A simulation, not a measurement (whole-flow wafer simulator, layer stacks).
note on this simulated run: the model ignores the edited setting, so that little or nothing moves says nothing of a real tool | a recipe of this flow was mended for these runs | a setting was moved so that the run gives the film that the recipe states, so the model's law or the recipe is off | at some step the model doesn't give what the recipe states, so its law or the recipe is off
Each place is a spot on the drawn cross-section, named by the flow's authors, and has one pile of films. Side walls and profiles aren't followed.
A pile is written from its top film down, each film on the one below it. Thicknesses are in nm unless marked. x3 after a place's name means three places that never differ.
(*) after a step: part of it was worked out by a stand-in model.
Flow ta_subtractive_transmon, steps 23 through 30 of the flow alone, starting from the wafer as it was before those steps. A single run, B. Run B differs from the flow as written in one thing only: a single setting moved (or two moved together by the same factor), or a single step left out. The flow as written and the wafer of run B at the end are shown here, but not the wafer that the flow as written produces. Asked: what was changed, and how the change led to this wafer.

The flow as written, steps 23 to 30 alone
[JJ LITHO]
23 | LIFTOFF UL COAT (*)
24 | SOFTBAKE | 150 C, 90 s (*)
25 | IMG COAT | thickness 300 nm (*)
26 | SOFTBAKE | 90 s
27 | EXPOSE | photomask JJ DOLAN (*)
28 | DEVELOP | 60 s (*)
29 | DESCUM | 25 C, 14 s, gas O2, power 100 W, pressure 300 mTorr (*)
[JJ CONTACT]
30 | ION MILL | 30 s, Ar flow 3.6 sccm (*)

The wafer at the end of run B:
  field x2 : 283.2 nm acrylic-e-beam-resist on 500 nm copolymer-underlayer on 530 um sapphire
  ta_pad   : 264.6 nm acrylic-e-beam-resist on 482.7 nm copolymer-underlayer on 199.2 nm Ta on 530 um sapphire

The reason: step 29, DESCUM: 25 C, 14 s, gas O2, power 100 W, pressure 300 mTorr (*), was skipped.

The path from the change to this, step by step:
  (no step that both runs have acts differently)
